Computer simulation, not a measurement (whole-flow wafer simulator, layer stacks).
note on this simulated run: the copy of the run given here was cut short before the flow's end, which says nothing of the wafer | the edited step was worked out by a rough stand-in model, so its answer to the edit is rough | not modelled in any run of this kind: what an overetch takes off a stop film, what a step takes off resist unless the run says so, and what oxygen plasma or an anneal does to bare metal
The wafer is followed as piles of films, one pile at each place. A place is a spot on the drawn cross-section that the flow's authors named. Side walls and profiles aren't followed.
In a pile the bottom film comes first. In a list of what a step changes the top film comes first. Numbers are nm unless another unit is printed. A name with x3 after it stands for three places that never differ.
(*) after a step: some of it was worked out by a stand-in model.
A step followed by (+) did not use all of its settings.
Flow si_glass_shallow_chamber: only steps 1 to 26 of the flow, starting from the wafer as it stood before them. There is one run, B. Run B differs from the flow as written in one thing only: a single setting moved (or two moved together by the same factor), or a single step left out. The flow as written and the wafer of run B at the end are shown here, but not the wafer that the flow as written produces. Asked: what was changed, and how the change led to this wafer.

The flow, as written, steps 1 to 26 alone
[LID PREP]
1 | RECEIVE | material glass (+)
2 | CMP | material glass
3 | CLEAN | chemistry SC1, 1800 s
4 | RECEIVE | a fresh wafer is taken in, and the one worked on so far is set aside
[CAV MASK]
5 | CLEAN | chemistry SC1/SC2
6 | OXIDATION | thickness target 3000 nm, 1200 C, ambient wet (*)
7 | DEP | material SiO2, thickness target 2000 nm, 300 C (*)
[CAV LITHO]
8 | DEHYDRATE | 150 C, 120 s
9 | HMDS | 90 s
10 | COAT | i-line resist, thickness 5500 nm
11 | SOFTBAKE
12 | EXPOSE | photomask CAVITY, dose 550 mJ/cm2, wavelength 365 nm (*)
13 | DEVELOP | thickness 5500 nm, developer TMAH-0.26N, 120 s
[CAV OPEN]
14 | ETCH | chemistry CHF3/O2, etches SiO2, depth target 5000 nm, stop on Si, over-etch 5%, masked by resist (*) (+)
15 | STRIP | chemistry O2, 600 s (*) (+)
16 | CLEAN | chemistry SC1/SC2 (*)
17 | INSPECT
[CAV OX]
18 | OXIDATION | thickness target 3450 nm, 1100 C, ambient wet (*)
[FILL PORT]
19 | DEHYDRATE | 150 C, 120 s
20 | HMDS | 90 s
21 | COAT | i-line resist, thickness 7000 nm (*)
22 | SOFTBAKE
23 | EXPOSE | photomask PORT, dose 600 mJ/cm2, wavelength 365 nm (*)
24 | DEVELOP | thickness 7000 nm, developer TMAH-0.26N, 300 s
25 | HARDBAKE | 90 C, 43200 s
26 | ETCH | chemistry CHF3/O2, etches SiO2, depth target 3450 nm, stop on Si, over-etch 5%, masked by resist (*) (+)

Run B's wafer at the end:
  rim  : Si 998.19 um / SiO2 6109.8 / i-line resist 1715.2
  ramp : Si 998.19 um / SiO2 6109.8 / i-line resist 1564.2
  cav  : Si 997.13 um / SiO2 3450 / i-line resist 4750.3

The reason: step 14, ETCH: over-etch 3.12% was run, whereas the flow has over-etch 5%.

How this came from the change, step by step:
  14 | ETCH | chemistry CHF3/O2, etches SiO2, depth target 5000 nm, stop on Si, over-etch 5%, masked by resist (*) (+)
      cav, port: -5000 SiO2 (all of it), -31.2 Si (it would be, as written: -5000 SiO2 (all of it), -50 Si)
  15 | STRIP | chemistry O2, 600 s (*) (+)
      rim, ramp, septum, ring: -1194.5 i-line resist (all of it) (it would be, as written: -1116.2 i-line resist (all of it))
